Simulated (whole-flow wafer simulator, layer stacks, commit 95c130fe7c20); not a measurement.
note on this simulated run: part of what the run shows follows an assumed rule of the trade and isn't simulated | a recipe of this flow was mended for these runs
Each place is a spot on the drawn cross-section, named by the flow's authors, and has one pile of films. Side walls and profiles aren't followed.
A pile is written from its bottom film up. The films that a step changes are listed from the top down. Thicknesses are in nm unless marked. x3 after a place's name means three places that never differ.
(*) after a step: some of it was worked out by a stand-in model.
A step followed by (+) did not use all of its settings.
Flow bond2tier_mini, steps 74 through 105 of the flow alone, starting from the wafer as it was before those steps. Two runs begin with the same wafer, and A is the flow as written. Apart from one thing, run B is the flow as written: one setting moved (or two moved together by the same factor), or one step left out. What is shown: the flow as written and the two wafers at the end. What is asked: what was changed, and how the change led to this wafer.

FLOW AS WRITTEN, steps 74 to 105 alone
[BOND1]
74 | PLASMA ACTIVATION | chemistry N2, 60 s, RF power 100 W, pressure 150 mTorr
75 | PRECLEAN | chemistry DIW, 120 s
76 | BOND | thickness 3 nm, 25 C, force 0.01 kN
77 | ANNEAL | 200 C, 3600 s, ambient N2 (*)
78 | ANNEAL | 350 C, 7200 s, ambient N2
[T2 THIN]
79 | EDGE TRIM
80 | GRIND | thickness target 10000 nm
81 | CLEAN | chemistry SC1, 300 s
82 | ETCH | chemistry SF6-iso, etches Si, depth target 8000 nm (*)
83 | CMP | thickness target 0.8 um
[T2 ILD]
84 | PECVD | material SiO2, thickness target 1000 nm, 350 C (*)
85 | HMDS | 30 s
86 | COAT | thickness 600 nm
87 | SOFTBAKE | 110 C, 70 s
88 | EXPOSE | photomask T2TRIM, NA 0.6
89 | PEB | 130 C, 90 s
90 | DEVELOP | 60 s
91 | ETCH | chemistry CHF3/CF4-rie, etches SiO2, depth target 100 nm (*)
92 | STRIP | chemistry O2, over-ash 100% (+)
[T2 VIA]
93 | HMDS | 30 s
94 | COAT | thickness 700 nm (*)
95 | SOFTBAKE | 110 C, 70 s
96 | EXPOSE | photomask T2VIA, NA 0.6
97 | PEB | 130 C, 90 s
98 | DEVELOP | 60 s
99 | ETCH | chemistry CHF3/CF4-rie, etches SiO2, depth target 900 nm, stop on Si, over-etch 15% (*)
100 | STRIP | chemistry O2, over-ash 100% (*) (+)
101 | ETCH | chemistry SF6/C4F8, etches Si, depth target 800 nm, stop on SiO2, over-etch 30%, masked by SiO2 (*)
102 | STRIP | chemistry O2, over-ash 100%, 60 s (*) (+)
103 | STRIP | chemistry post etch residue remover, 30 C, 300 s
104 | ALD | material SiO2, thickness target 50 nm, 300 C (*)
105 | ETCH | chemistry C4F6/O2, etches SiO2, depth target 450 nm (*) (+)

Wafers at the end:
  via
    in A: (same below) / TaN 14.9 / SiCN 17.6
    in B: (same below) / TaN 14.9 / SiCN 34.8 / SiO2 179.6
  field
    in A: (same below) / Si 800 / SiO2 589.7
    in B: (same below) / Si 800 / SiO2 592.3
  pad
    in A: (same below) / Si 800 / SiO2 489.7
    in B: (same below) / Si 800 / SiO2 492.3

What caused this: step 101, ETCH: depth target 596 nm was run, while the flow as written has depth target 800 nm.

Step by step, how the change led to this:
  101 | ETCH | chemistry SF6/C4F8, etches Si, depth target 800 nm, stop on SiO2, over-etch 30%, masked by SiO2 (*)
      via: A -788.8 Si (all of it), -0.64 chemical SiO2 (all of it), -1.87 SiO2 | B -774.8 Si
      field, pad: A -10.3 SiO2 | B -7.75 SiO2
  104 | ALD | material SiO2, thickness target 50 nm, 300 C (*)
      via: A +50 SiO2 | B +50 SiO2 (new film)
  105 | ETCH | chemistry C4F6/O2, etches SiO2, depth target 450 nm (*) (+)
      via: A -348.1 SiO2 (all of it), -17.2 SiCN | B -50 SiO2 (all of it), -13.9 Si (all of it), -0.64 chemical SiO2 (all of it), -120.4 SiO2
